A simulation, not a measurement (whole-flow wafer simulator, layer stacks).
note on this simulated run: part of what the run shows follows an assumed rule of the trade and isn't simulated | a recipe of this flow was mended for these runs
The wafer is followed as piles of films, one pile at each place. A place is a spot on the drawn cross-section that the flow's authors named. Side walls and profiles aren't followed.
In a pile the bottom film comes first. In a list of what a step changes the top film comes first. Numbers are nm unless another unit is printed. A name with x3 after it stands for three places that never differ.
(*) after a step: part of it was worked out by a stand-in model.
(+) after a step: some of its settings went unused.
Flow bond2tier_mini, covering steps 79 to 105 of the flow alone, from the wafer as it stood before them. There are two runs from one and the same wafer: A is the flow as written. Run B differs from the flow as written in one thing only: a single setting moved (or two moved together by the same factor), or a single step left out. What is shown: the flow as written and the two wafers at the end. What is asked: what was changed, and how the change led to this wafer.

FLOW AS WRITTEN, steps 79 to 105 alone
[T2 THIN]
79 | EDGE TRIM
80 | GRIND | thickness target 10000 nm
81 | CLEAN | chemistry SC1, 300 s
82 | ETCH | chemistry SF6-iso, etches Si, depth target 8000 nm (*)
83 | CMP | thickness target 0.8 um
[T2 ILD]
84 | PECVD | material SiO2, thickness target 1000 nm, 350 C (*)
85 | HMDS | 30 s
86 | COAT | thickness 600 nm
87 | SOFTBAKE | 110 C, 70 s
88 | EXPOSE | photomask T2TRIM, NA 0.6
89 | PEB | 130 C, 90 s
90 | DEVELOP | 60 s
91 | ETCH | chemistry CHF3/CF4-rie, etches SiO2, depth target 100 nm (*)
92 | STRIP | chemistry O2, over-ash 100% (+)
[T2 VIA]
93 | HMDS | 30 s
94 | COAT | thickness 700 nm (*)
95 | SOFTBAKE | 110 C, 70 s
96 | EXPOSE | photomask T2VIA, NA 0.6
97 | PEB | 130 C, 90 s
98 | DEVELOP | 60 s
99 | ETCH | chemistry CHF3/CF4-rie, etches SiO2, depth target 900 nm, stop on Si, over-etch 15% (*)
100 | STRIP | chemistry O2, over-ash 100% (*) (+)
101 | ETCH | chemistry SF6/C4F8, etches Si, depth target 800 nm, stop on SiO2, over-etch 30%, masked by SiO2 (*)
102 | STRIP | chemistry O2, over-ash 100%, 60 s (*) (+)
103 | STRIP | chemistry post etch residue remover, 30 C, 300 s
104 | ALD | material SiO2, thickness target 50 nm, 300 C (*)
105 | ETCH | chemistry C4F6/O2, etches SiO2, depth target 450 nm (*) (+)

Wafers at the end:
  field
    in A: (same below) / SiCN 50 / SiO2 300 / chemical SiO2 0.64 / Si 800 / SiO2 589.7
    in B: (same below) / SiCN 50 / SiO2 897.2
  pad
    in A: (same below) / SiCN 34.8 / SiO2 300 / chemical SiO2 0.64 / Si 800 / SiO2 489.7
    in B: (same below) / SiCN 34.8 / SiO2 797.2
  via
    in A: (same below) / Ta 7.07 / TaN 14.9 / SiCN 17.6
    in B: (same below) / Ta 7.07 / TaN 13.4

What caused this: step 82, ETCH: depth target 10100 nm was run, while the flow as written has depth target 8000 nm.

How this came from the change, step by step:
  82 | ETCH | chemistry SF6-iso, etches Si, depth target 8000 nm (*)
      field, pad, via: A -0.6 chemical SiO2 (all of it), -8000 Si | B -0.6 chemical SiO2 (all of it), -9999.7 Si (all of it), -0.64 chemical SiO2 (all of it), -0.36 SiO2
  83 | CMP | thickness target 0.8 um
      field, pad, via: A -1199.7 Si | B nothing
  84 | PECVD | material SiO2, thickness target 1000 nm, 350 C (*)
      field, pad, via: A +1000 SiO2 (new film) | B +1000 SiO2
  99 | ETCH | chemistry CHF3/CF4-rie, etches SiO2, depth target 900 nm, stop on Si, over-etch 15% (*)
      via: A -900 SiO2 (all of it), -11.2 Si | B -1035 SiO2
  101 | ETCH | chemistry SF6/C4F8, etches Si, depth target 800 nm, stop on SiO2, over-etch 30%, masked by SiO2 (*)
      via: A -788.8 Si (all of it), -0.64 chemical SiO2 (all of it), -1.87 SiO2 | B -2.4 SiO2
      field, pad: A -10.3 SiO2 | B -2.4 SiO2
  105 | ETCH | chemistry C4F6/O2, etches SiO2, depth target 450 nm (*) (+)
      via: A -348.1 SiO2 (all of it), -17.2 SiCN | B -212.2 SiO2 (all of it), -34.8 SiCN (all of it), -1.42 TaN
